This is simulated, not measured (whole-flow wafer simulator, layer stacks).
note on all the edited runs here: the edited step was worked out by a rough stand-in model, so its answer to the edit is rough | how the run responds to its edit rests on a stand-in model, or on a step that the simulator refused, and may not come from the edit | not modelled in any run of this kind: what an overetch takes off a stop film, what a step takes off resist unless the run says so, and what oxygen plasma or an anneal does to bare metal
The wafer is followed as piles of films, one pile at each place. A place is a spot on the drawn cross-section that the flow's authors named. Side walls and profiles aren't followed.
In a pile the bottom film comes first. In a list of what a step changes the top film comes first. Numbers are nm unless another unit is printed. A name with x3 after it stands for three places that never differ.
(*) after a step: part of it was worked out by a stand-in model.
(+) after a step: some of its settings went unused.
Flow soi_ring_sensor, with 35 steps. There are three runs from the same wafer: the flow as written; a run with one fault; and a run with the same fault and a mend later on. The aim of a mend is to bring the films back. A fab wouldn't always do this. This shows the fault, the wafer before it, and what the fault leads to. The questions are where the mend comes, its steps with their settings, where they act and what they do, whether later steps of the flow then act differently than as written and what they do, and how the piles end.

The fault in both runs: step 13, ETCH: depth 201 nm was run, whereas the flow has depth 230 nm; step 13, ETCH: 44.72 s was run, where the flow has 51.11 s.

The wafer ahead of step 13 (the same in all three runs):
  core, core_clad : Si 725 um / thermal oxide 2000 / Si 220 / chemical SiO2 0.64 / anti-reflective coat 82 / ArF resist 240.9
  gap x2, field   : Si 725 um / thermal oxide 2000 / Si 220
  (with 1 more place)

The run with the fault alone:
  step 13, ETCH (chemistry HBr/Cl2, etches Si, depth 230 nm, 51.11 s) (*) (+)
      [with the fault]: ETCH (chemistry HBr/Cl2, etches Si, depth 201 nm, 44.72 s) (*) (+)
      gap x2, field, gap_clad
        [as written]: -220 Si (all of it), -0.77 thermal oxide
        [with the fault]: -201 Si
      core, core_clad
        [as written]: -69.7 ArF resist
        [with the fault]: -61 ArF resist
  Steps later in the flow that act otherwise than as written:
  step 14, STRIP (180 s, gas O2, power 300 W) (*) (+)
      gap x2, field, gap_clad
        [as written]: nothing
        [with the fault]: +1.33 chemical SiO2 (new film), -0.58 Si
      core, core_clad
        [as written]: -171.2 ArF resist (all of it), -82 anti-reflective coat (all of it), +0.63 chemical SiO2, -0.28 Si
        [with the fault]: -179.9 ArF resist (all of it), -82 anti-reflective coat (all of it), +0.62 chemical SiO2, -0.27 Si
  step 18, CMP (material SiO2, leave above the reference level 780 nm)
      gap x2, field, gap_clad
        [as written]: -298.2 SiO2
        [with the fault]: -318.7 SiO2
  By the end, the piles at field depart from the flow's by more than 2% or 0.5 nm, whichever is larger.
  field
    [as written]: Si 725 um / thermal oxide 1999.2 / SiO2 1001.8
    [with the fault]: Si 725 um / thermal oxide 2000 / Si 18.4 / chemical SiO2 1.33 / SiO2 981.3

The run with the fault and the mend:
  After step 13 comes the mend.
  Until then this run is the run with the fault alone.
  step 13a, ETCH (chemistry HBr/Cl2, etches Si, depth 29 nm, 6.444 s) (*) (+) (the flow's step 13 again, with other settings)
      gap x2, field, gap_clad
        -19 Si (all of it), -0.77 thermal oxide
      core, core_clad
        -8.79 ArF resist
  None of the later steps of the flow differs from how it acts as written, at any place that is followed, by more than 2% or 0.5 nm, whichever is larger.
  At every place that both follow, the piles at the end match the flow's.
